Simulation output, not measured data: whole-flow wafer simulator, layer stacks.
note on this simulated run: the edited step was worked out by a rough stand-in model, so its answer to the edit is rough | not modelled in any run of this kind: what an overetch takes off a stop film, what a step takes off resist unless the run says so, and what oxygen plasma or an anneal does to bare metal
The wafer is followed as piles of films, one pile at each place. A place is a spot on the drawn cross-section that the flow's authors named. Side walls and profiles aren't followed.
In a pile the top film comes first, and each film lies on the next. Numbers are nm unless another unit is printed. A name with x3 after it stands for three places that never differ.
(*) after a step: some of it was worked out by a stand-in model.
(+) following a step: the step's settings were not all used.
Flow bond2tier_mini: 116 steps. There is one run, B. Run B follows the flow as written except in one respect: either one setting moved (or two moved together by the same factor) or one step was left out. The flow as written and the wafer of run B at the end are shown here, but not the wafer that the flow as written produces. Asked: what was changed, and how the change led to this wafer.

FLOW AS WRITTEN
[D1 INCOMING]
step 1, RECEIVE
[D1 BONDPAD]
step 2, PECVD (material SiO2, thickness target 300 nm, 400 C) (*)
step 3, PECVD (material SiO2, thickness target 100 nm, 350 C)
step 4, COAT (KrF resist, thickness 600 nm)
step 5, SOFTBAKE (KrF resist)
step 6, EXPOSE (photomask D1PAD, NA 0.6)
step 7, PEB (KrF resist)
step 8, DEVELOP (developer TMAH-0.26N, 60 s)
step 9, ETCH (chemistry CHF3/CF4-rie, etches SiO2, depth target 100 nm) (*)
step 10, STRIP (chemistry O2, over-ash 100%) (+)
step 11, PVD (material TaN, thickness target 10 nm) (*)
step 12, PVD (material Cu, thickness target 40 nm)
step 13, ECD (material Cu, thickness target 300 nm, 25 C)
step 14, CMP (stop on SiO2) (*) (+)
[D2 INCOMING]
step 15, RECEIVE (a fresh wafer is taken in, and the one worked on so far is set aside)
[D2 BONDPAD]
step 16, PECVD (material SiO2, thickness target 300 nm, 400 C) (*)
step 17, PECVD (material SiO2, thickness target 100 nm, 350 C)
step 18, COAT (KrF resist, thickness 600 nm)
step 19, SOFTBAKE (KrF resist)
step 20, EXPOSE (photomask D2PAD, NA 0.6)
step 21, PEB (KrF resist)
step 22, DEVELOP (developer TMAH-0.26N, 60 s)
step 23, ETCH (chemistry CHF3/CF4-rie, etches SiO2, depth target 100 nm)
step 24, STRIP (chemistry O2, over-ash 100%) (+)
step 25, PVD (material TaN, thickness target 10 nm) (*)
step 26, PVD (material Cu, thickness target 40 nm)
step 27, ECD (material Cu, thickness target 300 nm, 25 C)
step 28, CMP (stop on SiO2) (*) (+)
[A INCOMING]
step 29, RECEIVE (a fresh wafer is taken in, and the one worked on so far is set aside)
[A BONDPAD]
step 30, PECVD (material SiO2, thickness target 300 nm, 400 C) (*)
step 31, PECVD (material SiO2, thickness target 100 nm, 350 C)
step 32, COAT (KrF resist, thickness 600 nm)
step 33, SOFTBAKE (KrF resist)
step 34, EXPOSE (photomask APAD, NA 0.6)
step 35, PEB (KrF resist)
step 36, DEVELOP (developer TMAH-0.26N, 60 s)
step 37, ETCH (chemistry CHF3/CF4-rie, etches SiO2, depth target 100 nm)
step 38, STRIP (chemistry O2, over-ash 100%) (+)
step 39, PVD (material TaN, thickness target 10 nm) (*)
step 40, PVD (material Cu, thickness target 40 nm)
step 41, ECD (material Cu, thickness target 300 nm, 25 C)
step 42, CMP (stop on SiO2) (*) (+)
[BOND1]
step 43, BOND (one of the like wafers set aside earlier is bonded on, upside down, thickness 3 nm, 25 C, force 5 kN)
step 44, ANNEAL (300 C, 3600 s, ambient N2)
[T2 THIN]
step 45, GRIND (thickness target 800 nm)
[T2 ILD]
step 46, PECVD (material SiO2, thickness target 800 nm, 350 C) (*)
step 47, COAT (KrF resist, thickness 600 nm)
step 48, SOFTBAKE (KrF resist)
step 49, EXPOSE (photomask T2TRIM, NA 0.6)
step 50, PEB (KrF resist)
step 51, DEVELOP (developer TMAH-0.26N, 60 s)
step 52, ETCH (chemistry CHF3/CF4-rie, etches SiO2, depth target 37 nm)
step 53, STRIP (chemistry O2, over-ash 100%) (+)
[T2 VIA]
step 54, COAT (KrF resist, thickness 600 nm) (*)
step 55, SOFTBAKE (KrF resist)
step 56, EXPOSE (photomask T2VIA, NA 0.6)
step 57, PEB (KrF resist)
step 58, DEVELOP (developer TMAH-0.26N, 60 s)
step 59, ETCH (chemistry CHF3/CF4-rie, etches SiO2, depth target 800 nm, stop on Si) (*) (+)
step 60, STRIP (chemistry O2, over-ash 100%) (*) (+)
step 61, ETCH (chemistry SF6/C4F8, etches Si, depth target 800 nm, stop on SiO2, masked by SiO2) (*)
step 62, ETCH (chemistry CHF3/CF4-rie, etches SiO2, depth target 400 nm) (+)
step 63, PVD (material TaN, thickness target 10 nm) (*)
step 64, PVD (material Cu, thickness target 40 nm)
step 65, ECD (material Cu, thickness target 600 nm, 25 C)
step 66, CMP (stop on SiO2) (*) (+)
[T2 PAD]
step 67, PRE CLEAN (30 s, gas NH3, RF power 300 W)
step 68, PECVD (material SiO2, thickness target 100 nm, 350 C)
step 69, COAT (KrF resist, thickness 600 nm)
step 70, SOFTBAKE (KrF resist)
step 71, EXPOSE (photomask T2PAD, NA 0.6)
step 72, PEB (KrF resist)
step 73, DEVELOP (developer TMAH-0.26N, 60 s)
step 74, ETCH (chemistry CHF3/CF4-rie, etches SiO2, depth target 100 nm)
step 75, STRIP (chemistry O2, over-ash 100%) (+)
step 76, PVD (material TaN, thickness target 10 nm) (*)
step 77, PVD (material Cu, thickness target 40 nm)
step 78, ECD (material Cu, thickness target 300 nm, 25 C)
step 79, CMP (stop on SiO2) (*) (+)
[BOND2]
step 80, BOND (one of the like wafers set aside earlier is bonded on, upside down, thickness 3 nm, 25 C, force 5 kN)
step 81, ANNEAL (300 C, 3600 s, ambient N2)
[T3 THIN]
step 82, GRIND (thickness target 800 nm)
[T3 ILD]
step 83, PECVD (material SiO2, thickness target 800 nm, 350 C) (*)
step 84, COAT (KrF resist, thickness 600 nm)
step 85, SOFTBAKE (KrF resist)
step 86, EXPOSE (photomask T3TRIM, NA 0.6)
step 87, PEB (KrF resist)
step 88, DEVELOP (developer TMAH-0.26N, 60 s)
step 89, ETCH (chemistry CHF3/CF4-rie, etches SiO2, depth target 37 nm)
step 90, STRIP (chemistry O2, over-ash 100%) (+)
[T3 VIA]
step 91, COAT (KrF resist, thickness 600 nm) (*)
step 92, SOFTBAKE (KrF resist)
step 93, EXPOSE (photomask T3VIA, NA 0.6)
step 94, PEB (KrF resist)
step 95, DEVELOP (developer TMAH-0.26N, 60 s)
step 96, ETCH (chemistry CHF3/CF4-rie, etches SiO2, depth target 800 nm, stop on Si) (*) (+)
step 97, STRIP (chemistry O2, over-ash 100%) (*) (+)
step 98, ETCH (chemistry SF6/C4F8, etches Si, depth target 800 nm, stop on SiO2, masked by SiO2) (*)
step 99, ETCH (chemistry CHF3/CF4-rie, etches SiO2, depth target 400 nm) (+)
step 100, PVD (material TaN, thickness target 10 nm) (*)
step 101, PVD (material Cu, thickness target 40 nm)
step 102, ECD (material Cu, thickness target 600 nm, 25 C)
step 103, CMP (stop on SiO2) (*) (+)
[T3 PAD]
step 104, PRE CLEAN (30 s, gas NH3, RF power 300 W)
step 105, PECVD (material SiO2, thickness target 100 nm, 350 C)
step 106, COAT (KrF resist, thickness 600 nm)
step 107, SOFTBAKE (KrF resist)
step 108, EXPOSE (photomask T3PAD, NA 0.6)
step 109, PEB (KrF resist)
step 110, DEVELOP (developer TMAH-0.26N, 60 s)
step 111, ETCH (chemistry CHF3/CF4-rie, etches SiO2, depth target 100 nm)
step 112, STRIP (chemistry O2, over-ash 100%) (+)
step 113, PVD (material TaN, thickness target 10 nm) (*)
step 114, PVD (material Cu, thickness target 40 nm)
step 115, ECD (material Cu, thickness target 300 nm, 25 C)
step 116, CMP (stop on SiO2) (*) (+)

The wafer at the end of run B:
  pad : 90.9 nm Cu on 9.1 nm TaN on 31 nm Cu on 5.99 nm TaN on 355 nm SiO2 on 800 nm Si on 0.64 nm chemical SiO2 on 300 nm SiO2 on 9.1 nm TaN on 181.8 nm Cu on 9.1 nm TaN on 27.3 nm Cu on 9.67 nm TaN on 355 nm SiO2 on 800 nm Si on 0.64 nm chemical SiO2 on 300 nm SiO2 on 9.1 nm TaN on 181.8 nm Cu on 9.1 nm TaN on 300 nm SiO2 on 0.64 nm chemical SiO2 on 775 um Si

The reason: step 100, PVD: thickness target 6.2 nm was run, though the flow has thickness target 10 nm.

Step by step, how the change led to this:
  step 100, PVD (material TaN, thickness target 10 nm) (*)
      field: +6.2 TaN (new film) (as written it would have been: +10 TaN (new film))
      pad: +5.99 TaN (new film) (as written it would have been: +9.67 TaN (new film))
  step 103, CMP (stop on SiO2) (*) (+)
      field: -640 Cu (all of it), -6.2 TaN (all of it) (as written it would have been: -640 Cu (all of it), -10 TaN (all of it))
